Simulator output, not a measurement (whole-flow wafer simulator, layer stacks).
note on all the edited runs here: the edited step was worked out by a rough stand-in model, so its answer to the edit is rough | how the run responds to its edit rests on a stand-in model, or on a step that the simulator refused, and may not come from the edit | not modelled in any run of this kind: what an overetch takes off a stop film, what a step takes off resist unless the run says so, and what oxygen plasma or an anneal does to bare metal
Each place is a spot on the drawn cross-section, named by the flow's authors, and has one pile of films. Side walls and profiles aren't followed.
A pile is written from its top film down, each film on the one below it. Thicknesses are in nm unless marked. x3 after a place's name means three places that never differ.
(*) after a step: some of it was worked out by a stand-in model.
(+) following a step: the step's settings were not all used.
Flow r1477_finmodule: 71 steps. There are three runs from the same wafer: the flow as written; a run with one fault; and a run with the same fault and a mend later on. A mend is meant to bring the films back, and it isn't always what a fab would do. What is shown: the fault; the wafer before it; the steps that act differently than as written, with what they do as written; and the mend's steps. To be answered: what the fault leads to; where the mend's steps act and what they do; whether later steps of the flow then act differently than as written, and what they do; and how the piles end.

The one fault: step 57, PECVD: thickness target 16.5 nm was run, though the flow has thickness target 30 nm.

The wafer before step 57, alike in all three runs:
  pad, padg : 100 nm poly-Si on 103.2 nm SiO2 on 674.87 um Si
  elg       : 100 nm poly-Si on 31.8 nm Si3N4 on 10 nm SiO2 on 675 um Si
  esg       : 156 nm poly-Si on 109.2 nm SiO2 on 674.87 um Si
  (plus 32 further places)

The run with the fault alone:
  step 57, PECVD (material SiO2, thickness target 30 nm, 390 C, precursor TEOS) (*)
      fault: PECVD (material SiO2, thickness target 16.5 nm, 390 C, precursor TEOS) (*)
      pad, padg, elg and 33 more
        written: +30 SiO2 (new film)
        fault: +16.5 SiO2 (new film)
  Later steps of the flow acting differently than as written (3 more steps, not shown, differ only slightly: by at most 2% or 0.5 nm, whichever is larger):
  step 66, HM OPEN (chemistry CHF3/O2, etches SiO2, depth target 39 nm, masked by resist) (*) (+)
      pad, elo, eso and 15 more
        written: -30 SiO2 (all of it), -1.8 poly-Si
        fault: -16.5 SiO2 (all of it), -1.65 poly-Si
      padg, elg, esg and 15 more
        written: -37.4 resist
        fault: -23.7 resist
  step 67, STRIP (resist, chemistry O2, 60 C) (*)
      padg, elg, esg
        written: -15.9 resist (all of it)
        fault: -29.5 resist (all of it)
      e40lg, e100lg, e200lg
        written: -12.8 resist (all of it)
        fault: -26.4 resist (all of it)
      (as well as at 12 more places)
  By the end, the piles at padg, elg, esg and 15 more depart from the flow's by more than 2% or 0.5 nm, whichever is larger.
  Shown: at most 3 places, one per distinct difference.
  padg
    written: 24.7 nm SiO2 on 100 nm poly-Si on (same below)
    fault: 11.2 nm SiO2 on 100 nm poly-Si on (same below)
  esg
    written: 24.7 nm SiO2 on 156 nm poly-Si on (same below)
    fault: 11.2 nm SiO2 on 156 nm poly-Si on (same below)
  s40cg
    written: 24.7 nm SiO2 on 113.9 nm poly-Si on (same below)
    fault: 11.2 nm SiO2 on 113.9 nm poly-Si on (same below)

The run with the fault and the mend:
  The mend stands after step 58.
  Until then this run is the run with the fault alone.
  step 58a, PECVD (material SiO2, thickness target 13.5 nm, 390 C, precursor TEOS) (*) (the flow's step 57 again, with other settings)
      pad, padg, elg and 33 more
        +13.5 SiO2
  None of the later steps of the flow acts differently than as written at any place that is followed.
  By the end, the piles equal the flow's at every place that both follow.
